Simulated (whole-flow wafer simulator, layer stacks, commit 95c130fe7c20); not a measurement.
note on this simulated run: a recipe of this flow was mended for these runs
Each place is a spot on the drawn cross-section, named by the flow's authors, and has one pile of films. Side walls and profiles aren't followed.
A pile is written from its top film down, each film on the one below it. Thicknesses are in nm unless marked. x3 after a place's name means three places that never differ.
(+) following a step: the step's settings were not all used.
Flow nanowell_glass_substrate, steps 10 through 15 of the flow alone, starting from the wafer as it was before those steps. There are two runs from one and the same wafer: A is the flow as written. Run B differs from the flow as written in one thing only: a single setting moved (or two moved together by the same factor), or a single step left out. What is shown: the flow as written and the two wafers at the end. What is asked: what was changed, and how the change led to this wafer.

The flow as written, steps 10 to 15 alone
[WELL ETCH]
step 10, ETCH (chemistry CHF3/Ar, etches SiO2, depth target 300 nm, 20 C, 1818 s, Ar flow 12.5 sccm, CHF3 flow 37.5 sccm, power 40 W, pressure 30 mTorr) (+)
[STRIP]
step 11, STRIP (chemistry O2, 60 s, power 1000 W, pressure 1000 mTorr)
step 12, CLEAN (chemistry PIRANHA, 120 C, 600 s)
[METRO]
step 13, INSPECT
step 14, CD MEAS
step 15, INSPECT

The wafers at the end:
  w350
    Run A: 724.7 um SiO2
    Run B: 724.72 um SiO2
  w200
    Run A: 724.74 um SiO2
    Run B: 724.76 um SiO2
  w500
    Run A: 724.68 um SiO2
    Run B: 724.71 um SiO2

What caused this: step 10, ETCH: depth target 289 nm was run, while the flow as written has depth target 300 nm; step 10, ETCH: 1751 s was run, where the flow has 1818 s.

The path from the change to this, step by step:
  step 10, ETCH (chemistry CHF3/Ar, etches SiO2, depth target 300 nm, 20 C, 1818 s, Ar flow 12.5 sccm, CHF3 flow 37.5 sccm, power 40 W, pressure 30 mTorr) (+)
      land: A UV-NIL-ACRYLATE loses 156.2 | B UV-NIL-ACRYLATE loses 144.1
      w350: A SiO2 loses 300 | B SiO2 loses 278.3
      (as well as at 3 more places)
  step 11, STRIP (chemistry O2, 60 s, power 1000 W, pressure 1000 mTorr)
      land: A UV-NIL-ACRYLATE loses 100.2 (all of it) | B UV-NIL-ACRYLATE loses 112.2 (all of it)
